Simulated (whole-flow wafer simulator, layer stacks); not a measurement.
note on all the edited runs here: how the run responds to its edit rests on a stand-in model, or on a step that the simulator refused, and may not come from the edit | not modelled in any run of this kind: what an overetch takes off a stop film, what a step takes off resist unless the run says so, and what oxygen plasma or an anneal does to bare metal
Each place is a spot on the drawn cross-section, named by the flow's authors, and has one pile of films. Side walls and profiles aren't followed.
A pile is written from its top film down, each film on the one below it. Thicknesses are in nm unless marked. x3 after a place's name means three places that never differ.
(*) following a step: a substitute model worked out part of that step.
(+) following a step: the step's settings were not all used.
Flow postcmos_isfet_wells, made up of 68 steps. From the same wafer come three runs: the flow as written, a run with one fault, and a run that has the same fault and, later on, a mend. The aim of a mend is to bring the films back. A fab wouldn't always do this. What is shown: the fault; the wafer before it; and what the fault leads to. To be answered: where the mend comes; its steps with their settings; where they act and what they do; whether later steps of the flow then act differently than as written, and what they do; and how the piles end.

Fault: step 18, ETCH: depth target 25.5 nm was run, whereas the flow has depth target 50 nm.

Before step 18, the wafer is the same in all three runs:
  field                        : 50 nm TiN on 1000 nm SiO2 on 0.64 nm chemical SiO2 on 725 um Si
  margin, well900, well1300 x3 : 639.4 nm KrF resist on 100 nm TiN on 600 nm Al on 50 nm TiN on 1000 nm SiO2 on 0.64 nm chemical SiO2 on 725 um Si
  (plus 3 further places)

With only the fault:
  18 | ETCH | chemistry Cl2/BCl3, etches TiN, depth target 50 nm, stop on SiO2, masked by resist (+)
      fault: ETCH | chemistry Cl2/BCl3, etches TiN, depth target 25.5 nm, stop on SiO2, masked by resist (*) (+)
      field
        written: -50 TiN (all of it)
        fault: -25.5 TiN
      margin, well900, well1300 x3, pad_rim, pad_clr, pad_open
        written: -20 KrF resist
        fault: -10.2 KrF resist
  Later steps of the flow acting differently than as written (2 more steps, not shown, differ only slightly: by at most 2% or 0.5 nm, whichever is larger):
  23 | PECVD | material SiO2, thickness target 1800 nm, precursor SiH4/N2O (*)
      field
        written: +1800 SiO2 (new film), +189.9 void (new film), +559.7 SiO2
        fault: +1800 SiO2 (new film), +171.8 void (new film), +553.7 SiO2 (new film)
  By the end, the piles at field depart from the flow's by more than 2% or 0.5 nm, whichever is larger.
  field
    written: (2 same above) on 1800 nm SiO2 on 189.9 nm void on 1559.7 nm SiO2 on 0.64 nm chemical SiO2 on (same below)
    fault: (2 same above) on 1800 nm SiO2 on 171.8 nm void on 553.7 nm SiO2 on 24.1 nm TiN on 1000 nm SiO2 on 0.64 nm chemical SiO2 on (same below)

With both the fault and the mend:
  After step 18 comes the mend.
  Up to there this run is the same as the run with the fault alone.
  18a | ETCH | chemistry Cl2/BCl3, etches TiN, depth target 24.5 nm, stop on SiO2, masked by resist (a further turn of the flow's step 18, with different settings)
      margin, well900, well1300 x3, pad_rim, pad_clr, pad_open
        -9.8 KrF resist
      field
        -24.5 TiN (all of it)
  None of the later steps of the flow acts differently than as written at any place that is followed.
  The piles end the same as the flow's at every place that both follow.
